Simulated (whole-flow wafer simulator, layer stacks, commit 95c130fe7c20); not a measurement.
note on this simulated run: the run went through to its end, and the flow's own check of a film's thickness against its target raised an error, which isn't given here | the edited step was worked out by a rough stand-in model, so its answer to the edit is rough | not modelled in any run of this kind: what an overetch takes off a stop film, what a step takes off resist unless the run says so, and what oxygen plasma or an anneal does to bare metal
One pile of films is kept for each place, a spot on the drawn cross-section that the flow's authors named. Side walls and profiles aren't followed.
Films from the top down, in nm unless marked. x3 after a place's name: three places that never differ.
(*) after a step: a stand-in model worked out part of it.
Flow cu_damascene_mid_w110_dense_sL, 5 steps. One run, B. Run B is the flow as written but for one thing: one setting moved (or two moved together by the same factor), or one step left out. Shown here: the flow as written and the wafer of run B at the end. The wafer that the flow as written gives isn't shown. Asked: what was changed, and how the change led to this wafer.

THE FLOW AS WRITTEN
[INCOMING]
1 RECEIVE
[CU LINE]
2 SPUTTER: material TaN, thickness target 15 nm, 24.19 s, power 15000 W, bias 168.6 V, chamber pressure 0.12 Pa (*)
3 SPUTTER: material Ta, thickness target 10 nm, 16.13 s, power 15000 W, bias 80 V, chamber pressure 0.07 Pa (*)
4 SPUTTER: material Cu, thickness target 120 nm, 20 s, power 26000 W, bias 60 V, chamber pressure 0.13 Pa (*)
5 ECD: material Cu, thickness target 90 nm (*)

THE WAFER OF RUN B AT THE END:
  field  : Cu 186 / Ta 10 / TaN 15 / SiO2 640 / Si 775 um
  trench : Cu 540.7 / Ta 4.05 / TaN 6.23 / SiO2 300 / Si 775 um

The cause: step 4, SPUTTER: thickness target 96 nm was run, where the flow has thickness target 120 nm; step 4, SPUTTER: 16 s was run, where the flow has 20 s.

How the change led to this, step by step:
  4 SPUTTER: material Cu, thickness target 120 nm, 20 s, power 26000 W, bias 60 V, chamber pressure 0.13 Pa (*)
      field: Cu +96 (new film) (as written it would be: Cu +120 (new film))
      trench: Cu +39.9 (new film) (as written it would be: Cu +49.9 (new film))
  5 ECD: material Cu, thickness target 90 nm (*)
      trench: Cu +500.8 (as written it would be: Cu +514.8)
